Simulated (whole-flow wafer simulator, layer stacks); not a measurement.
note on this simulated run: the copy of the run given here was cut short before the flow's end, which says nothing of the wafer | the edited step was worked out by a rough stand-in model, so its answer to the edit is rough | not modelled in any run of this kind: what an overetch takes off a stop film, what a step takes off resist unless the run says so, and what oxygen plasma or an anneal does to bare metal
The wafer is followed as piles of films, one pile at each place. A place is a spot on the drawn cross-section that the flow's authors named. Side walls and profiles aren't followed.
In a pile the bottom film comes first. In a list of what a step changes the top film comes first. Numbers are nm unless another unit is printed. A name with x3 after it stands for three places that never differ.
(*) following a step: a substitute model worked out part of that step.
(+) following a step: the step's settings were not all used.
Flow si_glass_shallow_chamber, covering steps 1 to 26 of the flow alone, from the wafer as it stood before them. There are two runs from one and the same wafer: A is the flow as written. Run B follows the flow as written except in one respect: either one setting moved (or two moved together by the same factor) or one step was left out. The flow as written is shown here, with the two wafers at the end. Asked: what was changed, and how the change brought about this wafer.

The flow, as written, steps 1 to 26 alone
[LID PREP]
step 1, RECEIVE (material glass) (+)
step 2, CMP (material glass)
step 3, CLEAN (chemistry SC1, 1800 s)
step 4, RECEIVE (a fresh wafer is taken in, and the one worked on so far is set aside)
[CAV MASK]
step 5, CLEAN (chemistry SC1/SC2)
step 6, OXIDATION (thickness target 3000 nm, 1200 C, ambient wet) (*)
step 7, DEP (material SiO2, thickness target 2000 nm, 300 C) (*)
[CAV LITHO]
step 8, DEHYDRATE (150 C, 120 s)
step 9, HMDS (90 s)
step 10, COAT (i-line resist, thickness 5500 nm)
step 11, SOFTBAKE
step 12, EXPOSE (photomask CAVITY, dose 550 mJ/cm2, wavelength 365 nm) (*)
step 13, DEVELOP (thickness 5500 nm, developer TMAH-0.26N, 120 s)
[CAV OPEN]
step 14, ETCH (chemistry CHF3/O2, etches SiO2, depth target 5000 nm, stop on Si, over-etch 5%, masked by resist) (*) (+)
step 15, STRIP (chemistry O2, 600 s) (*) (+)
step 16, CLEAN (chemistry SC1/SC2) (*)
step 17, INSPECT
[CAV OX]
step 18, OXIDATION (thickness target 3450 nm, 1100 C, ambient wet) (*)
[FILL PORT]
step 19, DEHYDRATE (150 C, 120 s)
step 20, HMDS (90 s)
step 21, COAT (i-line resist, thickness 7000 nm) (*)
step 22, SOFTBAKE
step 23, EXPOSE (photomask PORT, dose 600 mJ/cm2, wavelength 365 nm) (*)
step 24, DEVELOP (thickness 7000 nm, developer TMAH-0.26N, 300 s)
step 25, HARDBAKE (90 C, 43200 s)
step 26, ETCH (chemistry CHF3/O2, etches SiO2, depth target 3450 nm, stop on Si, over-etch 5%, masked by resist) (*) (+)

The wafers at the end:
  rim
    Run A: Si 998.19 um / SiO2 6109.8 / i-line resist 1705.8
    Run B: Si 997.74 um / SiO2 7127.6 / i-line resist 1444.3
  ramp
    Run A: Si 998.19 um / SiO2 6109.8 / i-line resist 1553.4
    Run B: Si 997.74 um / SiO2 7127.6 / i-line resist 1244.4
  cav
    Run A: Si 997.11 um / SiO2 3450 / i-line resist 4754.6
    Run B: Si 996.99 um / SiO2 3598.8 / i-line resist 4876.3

Cause: step 6, OXIDATION: thickness target 4200 nm was run, while the flow as written has thickness target 3000 nm.

How this came from the change, step by step:
  step 6, OXIDATION (thickness target 3000 nm, 1200 C, ambient wet) (*)
      rim, ramp, cav, port, septum, ring: A +3000 SiO2 (new film), -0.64 chemical SiO2 (all of it), -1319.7 Si | B +4200 SiO2 (new film), -0.64 chemical SiO2 (all of it), -1847.7 Si
  step 14, ETCH (chemistry CHF3/O2, etches SiO2, depth target 5000 nm, stop on Si, over-etch 5%, masked by resist) (*) (+)
      cav, port: A -5000 SiO2 (all of it), -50 Si | B -5250 SiO2
  step 15, STRIP (chemistry O2, 600 s) (*) (+)
      cav, port: A +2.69 chemical SiO2 (new film), -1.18 Si | B nothing
  step 18, OXIDATION (thickness target 3450 nm, 1100 C, ambient wet) (*)
      cav, port: A +3450 SiO2 (new film), -2.69 chemical SiO2 (all of it), -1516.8 Si | B +2648.8 SiO2, -1165.5 Si
      rim, ramp, septum, ring: A +1109.8 SiO2, -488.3 Si | B +927.6 SiO2, -408.1 Si
  step 21, COAT (i-line resist, thickness 7000 nm) (*)
      rim: A +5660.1 i-line resist (new film) | B +5473.1 i-line resist (new film)
      ramp: A +5087.8 i-line resist (new film) | B +4830.8 i-line resist (new film)
  step 22, SOFTBAKE
      rim: A -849 i-line resist | B -932.6 i-line resist
      ramp: A -434.5 i-line resist | B -496.8 i-line resist
      (as well as at 3 more places)
  step 25, HARDBAKE (90 C, 43200 s)
      rim: A -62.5 i-line resist | B -53.3 i-line resist
      ramp: A -57.1 i-line resist | B -46.8 i-line resist
      (as well as at 1 more place)
  step 26, ETCH (chemistry CHF3/O2, etches SiO2, depth target 3450 nm, stop on Si, over-etch 5%, masked by resist) (*) (+)
      port: A -3450 SiO2 (all of it), -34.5 Si | B -3598.8 SiO2 (all of it), -4.75 Si
